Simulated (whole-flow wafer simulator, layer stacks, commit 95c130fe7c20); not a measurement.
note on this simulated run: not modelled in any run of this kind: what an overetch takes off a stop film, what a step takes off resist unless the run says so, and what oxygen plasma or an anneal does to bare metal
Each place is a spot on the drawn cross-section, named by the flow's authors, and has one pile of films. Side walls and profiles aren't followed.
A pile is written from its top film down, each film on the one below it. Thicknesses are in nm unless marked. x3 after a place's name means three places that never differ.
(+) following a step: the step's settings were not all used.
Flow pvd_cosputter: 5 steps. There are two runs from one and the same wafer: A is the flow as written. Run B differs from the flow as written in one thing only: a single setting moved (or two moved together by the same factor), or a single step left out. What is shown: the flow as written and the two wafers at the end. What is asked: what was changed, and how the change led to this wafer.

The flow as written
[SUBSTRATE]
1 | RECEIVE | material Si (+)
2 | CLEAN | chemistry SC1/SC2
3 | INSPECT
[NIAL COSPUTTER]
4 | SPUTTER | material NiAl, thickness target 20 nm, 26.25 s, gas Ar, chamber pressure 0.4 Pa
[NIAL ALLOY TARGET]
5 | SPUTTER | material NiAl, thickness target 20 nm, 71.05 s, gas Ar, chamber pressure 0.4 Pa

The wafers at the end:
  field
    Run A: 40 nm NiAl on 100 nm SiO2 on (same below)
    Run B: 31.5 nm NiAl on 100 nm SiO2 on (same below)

The reason: step 5, SPUTTER: thickness target 11.5 nm was run, while the flow as written has thickness target 20 nm.

The path from the change to this, step by step:
  5 | SPUTTER | material NiAl, thickness target 20 nm, 71.05 s, gas Ar, chamber pressure 0.4 Pa
      field: A +20 NiAl | B +11.5 NiAl
